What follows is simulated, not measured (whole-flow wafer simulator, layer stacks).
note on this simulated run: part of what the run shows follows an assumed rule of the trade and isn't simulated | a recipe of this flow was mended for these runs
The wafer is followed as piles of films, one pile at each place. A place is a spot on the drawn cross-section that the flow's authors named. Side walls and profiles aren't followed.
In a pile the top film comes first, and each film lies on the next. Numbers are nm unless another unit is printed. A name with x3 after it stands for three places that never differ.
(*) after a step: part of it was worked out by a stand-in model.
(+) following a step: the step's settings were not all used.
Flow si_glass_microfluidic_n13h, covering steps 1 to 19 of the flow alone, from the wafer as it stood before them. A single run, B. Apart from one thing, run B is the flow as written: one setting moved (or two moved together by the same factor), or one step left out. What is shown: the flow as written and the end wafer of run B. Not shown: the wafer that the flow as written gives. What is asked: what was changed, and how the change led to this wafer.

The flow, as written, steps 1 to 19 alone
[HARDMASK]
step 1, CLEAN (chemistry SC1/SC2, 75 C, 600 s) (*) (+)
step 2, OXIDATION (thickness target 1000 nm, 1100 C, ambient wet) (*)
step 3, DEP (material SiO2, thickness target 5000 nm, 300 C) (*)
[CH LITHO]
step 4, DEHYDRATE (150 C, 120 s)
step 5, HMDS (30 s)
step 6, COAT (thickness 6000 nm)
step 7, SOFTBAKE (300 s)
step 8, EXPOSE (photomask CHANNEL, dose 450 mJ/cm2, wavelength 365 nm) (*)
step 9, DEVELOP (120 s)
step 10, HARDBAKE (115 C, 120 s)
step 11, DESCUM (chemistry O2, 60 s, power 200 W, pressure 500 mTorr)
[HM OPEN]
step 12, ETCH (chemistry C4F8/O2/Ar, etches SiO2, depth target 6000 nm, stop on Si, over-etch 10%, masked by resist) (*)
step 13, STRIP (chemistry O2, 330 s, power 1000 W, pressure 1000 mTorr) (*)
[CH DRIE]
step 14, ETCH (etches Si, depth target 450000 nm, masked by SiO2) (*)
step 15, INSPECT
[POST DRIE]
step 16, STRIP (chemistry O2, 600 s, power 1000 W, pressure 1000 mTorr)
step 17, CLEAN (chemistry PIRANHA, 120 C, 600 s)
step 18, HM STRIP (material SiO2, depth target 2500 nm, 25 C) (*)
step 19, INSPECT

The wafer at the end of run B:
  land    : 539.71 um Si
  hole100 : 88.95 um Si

Cause: step 2, OXIDATION: thickness target 640 nm was run, though the flow has thickness target 1000 nm.

How this came from the change, step by step:
  step 2, OXIDATION (thickness target 1000 nm, 1100 C, ambient wet) (*)
      land, hole100: SiO2 gains 640 (new film), chemical SiO2 loses 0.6 (all of it), Si loses 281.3 (as written it would have been: SiO2 gains 1000 (new film), chemical SiO2 loses 0.6 (all of it), Si loses 439.7)
  step 12, ETCH (chemistry C4F8/O2/Ar, etches SiO2, depth target 6000 nm, stop on Si, over-etch 10%, masked by resist) (*)
      land: thick-i-line-resist loses 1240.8 (as written it would have been: thick-i-line-resist loses 1320)
      hole100: SiO2 loses 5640 (all of it), Si loses 120 (as written it would have been: SiO2 loses 6000 (all of it), Si loses 75)
  step 18, HM STRIP (material SiO2, depth target 2500 nm, 25 C) (*)
      land: SiO2 loses 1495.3 (all of it) (as written it would have been: SiO2 loses 1854.4 (all of it))
